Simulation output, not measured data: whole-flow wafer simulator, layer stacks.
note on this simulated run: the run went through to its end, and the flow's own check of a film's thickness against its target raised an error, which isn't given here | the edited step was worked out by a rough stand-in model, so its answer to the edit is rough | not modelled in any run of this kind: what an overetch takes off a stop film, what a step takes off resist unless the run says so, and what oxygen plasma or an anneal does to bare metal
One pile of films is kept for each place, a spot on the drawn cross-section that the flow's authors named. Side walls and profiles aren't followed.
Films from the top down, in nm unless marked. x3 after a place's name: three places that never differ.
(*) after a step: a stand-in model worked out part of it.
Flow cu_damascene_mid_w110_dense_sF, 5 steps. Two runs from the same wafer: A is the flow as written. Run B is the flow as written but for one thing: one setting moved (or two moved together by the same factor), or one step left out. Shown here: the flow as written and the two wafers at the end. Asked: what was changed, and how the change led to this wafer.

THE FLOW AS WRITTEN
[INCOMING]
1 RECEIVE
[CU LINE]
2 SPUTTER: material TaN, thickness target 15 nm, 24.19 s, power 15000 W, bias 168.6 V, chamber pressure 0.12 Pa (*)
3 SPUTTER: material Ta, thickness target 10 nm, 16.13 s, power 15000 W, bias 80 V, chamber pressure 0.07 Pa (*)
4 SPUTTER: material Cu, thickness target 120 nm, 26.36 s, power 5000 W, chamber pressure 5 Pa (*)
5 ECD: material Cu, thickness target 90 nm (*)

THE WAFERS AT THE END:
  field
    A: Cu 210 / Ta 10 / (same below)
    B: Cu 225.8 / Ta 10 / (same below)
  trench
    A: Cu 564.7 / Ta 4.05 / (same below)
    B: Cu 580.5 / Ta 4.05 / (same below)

The cause: step 5, ECD: thickness target 105.8 nm was run, where the flow has thickness target 90 nm.

How the change led to this, step by step:
  5 ECD: material Cu, thickness target 90 nm (*)
      field: A Cu +90 | B Cu +105.8
      trench: A Cu +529 | B Cu +544.8
